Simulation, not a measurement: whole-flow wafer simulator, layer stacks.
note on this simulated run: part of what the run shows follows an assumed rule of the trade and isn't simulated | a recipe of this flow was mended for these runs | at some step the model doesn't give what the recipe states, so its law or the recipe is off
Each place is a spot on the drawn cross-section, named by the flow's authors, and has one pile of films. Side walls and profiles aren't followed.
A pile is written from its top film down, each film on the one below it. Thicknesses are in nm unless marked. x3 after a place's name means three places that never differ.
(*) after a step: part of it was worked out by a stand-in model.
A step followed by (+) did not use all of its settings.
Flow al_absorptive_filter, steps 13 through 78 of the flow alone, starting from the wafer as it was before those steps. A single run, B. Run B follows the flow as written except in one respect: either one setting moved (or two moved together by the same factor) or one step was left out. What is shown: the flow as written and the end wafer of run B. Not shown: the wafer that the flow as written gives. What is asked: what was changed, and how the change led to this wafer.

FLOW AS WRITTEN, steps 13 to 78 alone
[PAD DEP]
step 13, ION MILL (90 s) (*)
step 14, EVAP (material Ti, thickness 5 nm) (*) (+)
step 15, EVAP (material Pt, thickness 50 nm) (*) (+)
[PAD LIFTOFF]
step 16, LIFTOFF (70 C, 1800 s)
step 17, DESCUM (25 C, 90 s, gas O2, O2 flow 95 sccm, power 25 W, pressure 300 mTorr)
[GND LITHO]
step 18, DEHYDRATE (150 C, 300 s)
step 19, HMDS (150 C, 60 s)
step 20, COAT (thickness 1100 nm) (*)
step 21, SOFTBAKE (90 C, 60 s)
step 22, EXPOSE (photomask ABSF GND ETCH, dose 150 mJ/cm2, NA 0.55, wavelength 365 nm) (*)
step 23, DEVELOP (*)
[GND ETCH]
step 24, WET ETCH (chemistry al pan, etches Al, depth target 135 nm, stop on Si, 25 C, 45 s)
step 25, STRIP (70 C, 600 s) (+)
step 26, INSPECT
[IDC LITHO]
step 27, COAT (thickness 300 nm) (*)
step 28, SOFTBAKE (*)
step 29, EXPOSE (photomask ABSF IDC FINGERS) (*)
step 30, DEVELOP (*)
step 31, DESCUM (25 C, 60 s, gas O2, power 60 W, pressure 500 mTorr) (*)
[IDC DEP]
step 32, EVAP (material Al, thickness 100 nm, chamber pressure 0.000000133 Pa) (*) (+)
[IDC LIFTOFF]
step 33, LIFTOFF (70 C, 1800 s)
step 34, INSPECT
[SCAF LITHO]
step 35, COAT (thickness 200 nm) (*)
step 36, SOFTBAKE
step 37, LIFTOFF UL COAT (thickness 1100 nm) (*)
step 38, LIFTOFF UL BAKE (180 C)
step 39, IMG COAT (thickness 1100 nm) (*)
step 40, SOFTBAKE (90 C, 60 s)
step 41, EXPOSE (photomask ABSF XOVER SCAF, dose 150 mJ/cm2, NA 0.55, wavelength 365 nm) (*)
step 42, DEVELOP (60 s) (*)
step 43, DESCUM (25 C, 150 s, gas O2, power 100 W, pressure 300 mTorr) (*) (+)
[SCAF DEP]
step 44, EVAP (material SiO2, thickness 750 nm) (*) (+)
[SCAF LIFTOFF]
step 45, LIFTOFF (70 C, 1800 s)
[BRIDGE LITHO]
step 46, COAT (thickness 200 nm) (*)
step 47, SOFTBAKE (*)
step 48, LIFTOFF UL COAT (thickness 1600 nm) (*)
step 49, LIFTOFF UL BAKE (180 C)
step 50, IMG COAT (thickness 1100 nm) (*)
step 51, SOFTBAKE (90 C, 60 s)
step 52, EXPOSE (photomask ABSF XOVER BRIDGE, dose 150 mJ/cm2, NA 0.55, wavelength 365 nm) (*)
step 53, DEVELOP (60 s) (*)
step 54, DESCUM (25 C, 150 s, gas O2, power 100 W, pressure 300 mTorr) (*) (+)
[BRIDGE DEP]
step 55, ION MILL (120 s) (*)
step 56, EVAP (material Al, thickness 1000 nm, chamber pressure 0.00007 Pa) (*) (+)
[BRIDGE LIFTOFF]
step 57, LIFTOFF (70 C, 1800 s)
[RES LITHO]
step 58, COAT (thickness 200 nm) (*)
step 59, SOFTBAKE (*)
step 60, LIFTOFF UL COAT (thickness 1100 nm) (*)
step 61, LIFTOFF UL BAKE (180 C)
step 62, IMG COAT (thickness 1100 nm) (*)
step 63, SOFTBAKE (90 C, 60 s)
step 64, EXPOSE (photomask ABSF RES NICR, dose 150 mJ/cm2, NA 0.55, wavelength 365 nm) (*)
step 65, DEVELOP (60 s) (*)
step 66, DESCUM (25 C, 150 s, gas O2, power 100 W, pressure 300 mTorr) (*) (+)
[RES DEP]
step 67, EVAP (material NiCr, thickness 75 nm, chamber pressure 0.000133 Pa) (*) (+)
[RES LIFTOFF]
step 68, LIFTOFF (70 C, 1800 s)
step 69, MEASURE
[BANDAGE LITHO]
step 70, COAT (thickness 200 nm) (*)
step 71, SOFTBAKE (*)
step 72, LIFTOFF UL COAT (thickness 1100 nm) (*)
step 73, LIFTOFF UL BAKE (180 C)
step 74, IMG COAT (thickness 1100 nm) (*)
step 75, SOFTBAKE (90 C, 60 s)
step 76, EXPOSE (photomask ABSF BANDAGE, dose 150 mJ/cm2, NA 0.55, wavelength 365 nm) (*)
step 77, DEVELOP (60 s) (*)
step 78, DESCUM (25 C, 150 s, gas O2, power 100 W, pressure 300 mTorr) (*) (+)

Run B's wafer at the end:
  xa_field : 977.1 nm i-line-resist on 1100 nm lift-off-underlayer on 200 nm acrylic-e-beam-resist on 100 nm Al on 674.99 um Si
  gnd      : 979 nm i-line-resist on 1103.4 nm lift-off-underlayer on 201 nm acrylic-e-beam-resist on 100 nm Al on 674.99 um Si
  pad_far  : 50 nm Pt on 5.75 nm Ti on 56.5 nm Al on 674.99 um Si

Cause: step 14, EVAP: thickness 5.75 nm was run, while the flow as written has thickness 5 nm.
One can read it off the wafer: pad_far has Ti 5.75, and step 14 as written asks for 5 nm.

How this came from the change, step by step:
  step 14, EVAP (material Ti, thickness 5 nm) (*) (+)
      gnd, pad_far, pad_near and 11 more: Ti gains 5.75 (new film) (in the flow as written it would be: Ti gains 5 (new film))
  step 16, LIFTOFF (70 C, 1800 s)
      gnd, ledge, res and 9 more: Pt loses 50 (all of it), Ti loses 5.75 (all of it), i-line-resist loses 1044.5 (all of it), lift-off-underlayer loses 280 (all of it) (in the flow as written it would be: Pt loses 50 (all of it), Ti loses 5 (all of it), i-line-resist loses 1044.5 (all of it), lift-off-underlayer loses 280 (all of it))
